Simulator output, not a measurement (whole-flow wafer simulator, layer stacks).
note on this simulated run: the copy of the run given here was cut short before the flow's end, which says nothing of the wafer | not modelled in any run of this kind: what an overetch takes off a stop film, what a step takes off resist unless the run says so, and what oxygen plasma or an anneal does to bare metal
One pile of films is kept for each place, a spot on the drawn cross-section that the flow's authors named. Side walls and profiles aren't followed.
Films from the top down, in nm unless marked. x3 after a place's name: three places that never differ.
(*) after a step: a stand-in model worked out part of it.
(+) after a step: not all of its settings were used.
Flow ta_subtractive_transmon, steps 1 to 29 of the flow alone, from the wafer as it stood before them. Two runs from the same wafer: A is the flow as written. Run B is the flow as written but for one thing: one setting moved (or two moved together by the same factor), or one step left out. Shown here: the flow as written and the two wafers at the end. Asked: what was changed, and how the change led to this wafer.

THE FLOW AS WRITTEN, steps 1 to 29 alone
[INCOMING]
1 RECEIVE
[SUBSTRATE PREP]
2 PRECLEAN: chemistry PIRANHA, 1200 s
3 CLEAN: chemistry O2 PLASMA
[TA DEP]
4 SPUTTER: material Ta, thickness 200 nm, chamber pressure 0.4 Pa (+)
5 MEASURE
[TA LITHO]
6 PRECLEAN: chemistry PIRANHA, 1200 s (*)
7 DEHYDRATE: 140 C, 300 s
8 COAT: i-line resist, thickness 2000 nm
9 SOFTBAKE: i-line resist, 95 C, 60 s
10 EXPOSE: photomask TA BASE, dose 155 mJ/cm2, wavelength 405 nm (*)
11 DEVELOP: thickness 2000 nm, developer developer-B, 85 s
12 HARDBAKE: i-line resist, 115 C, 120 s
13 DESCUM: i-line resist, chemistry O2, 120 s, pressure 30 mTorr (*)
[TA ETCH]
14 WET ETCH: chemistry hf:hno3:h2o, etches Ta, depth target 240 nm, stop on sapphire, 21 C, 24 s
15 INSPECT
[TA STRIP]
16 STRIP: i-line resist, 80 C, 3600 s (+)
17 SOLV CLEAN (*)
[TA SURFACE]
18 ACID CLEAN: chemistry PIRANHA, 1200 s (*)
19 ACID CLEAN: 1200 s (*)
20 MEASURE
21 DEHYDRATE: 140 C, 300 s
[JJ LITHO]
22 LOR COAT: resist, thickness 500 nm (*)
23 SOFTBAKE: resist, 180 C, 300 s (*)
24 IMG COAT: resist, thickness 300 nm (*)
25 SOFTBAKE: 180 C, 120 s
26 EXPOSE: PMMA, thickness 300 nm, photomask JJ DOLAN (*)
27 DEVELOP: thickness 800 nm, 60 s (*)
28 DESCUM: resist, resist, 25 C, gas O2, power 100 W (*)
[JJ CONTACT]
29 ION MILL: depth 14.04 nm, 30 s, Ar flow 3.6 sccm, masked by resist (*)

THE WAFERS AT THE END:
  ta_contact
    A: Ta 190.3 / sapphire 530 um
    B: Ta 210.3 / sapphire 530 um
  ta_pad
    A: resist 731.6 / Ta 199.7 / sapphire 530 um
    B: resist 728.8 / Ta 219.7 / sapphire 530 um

The cause: step 4, SPUTTER: thickness 220 nm was run, where the flow has thickness 200 nm.

How the change led to this, step by step:
  4 SPUTTER: material Ta, thickness 200 nm, chamber pressure 0.4 Pa (+)
      field x2, jj_line, lead, ta_contact, ta_pad: A Ta +200 (new film) | B Ta +220 (new film)
  14 WET ETCH: chemistry hf:hno3:h2o, etches Ta, depth target 240 nm, stop on sapphire, 21 C, 24 s
      field x2, jj_line, lead: A Ta -200 (all of it) | B Ta -220 (all of it)
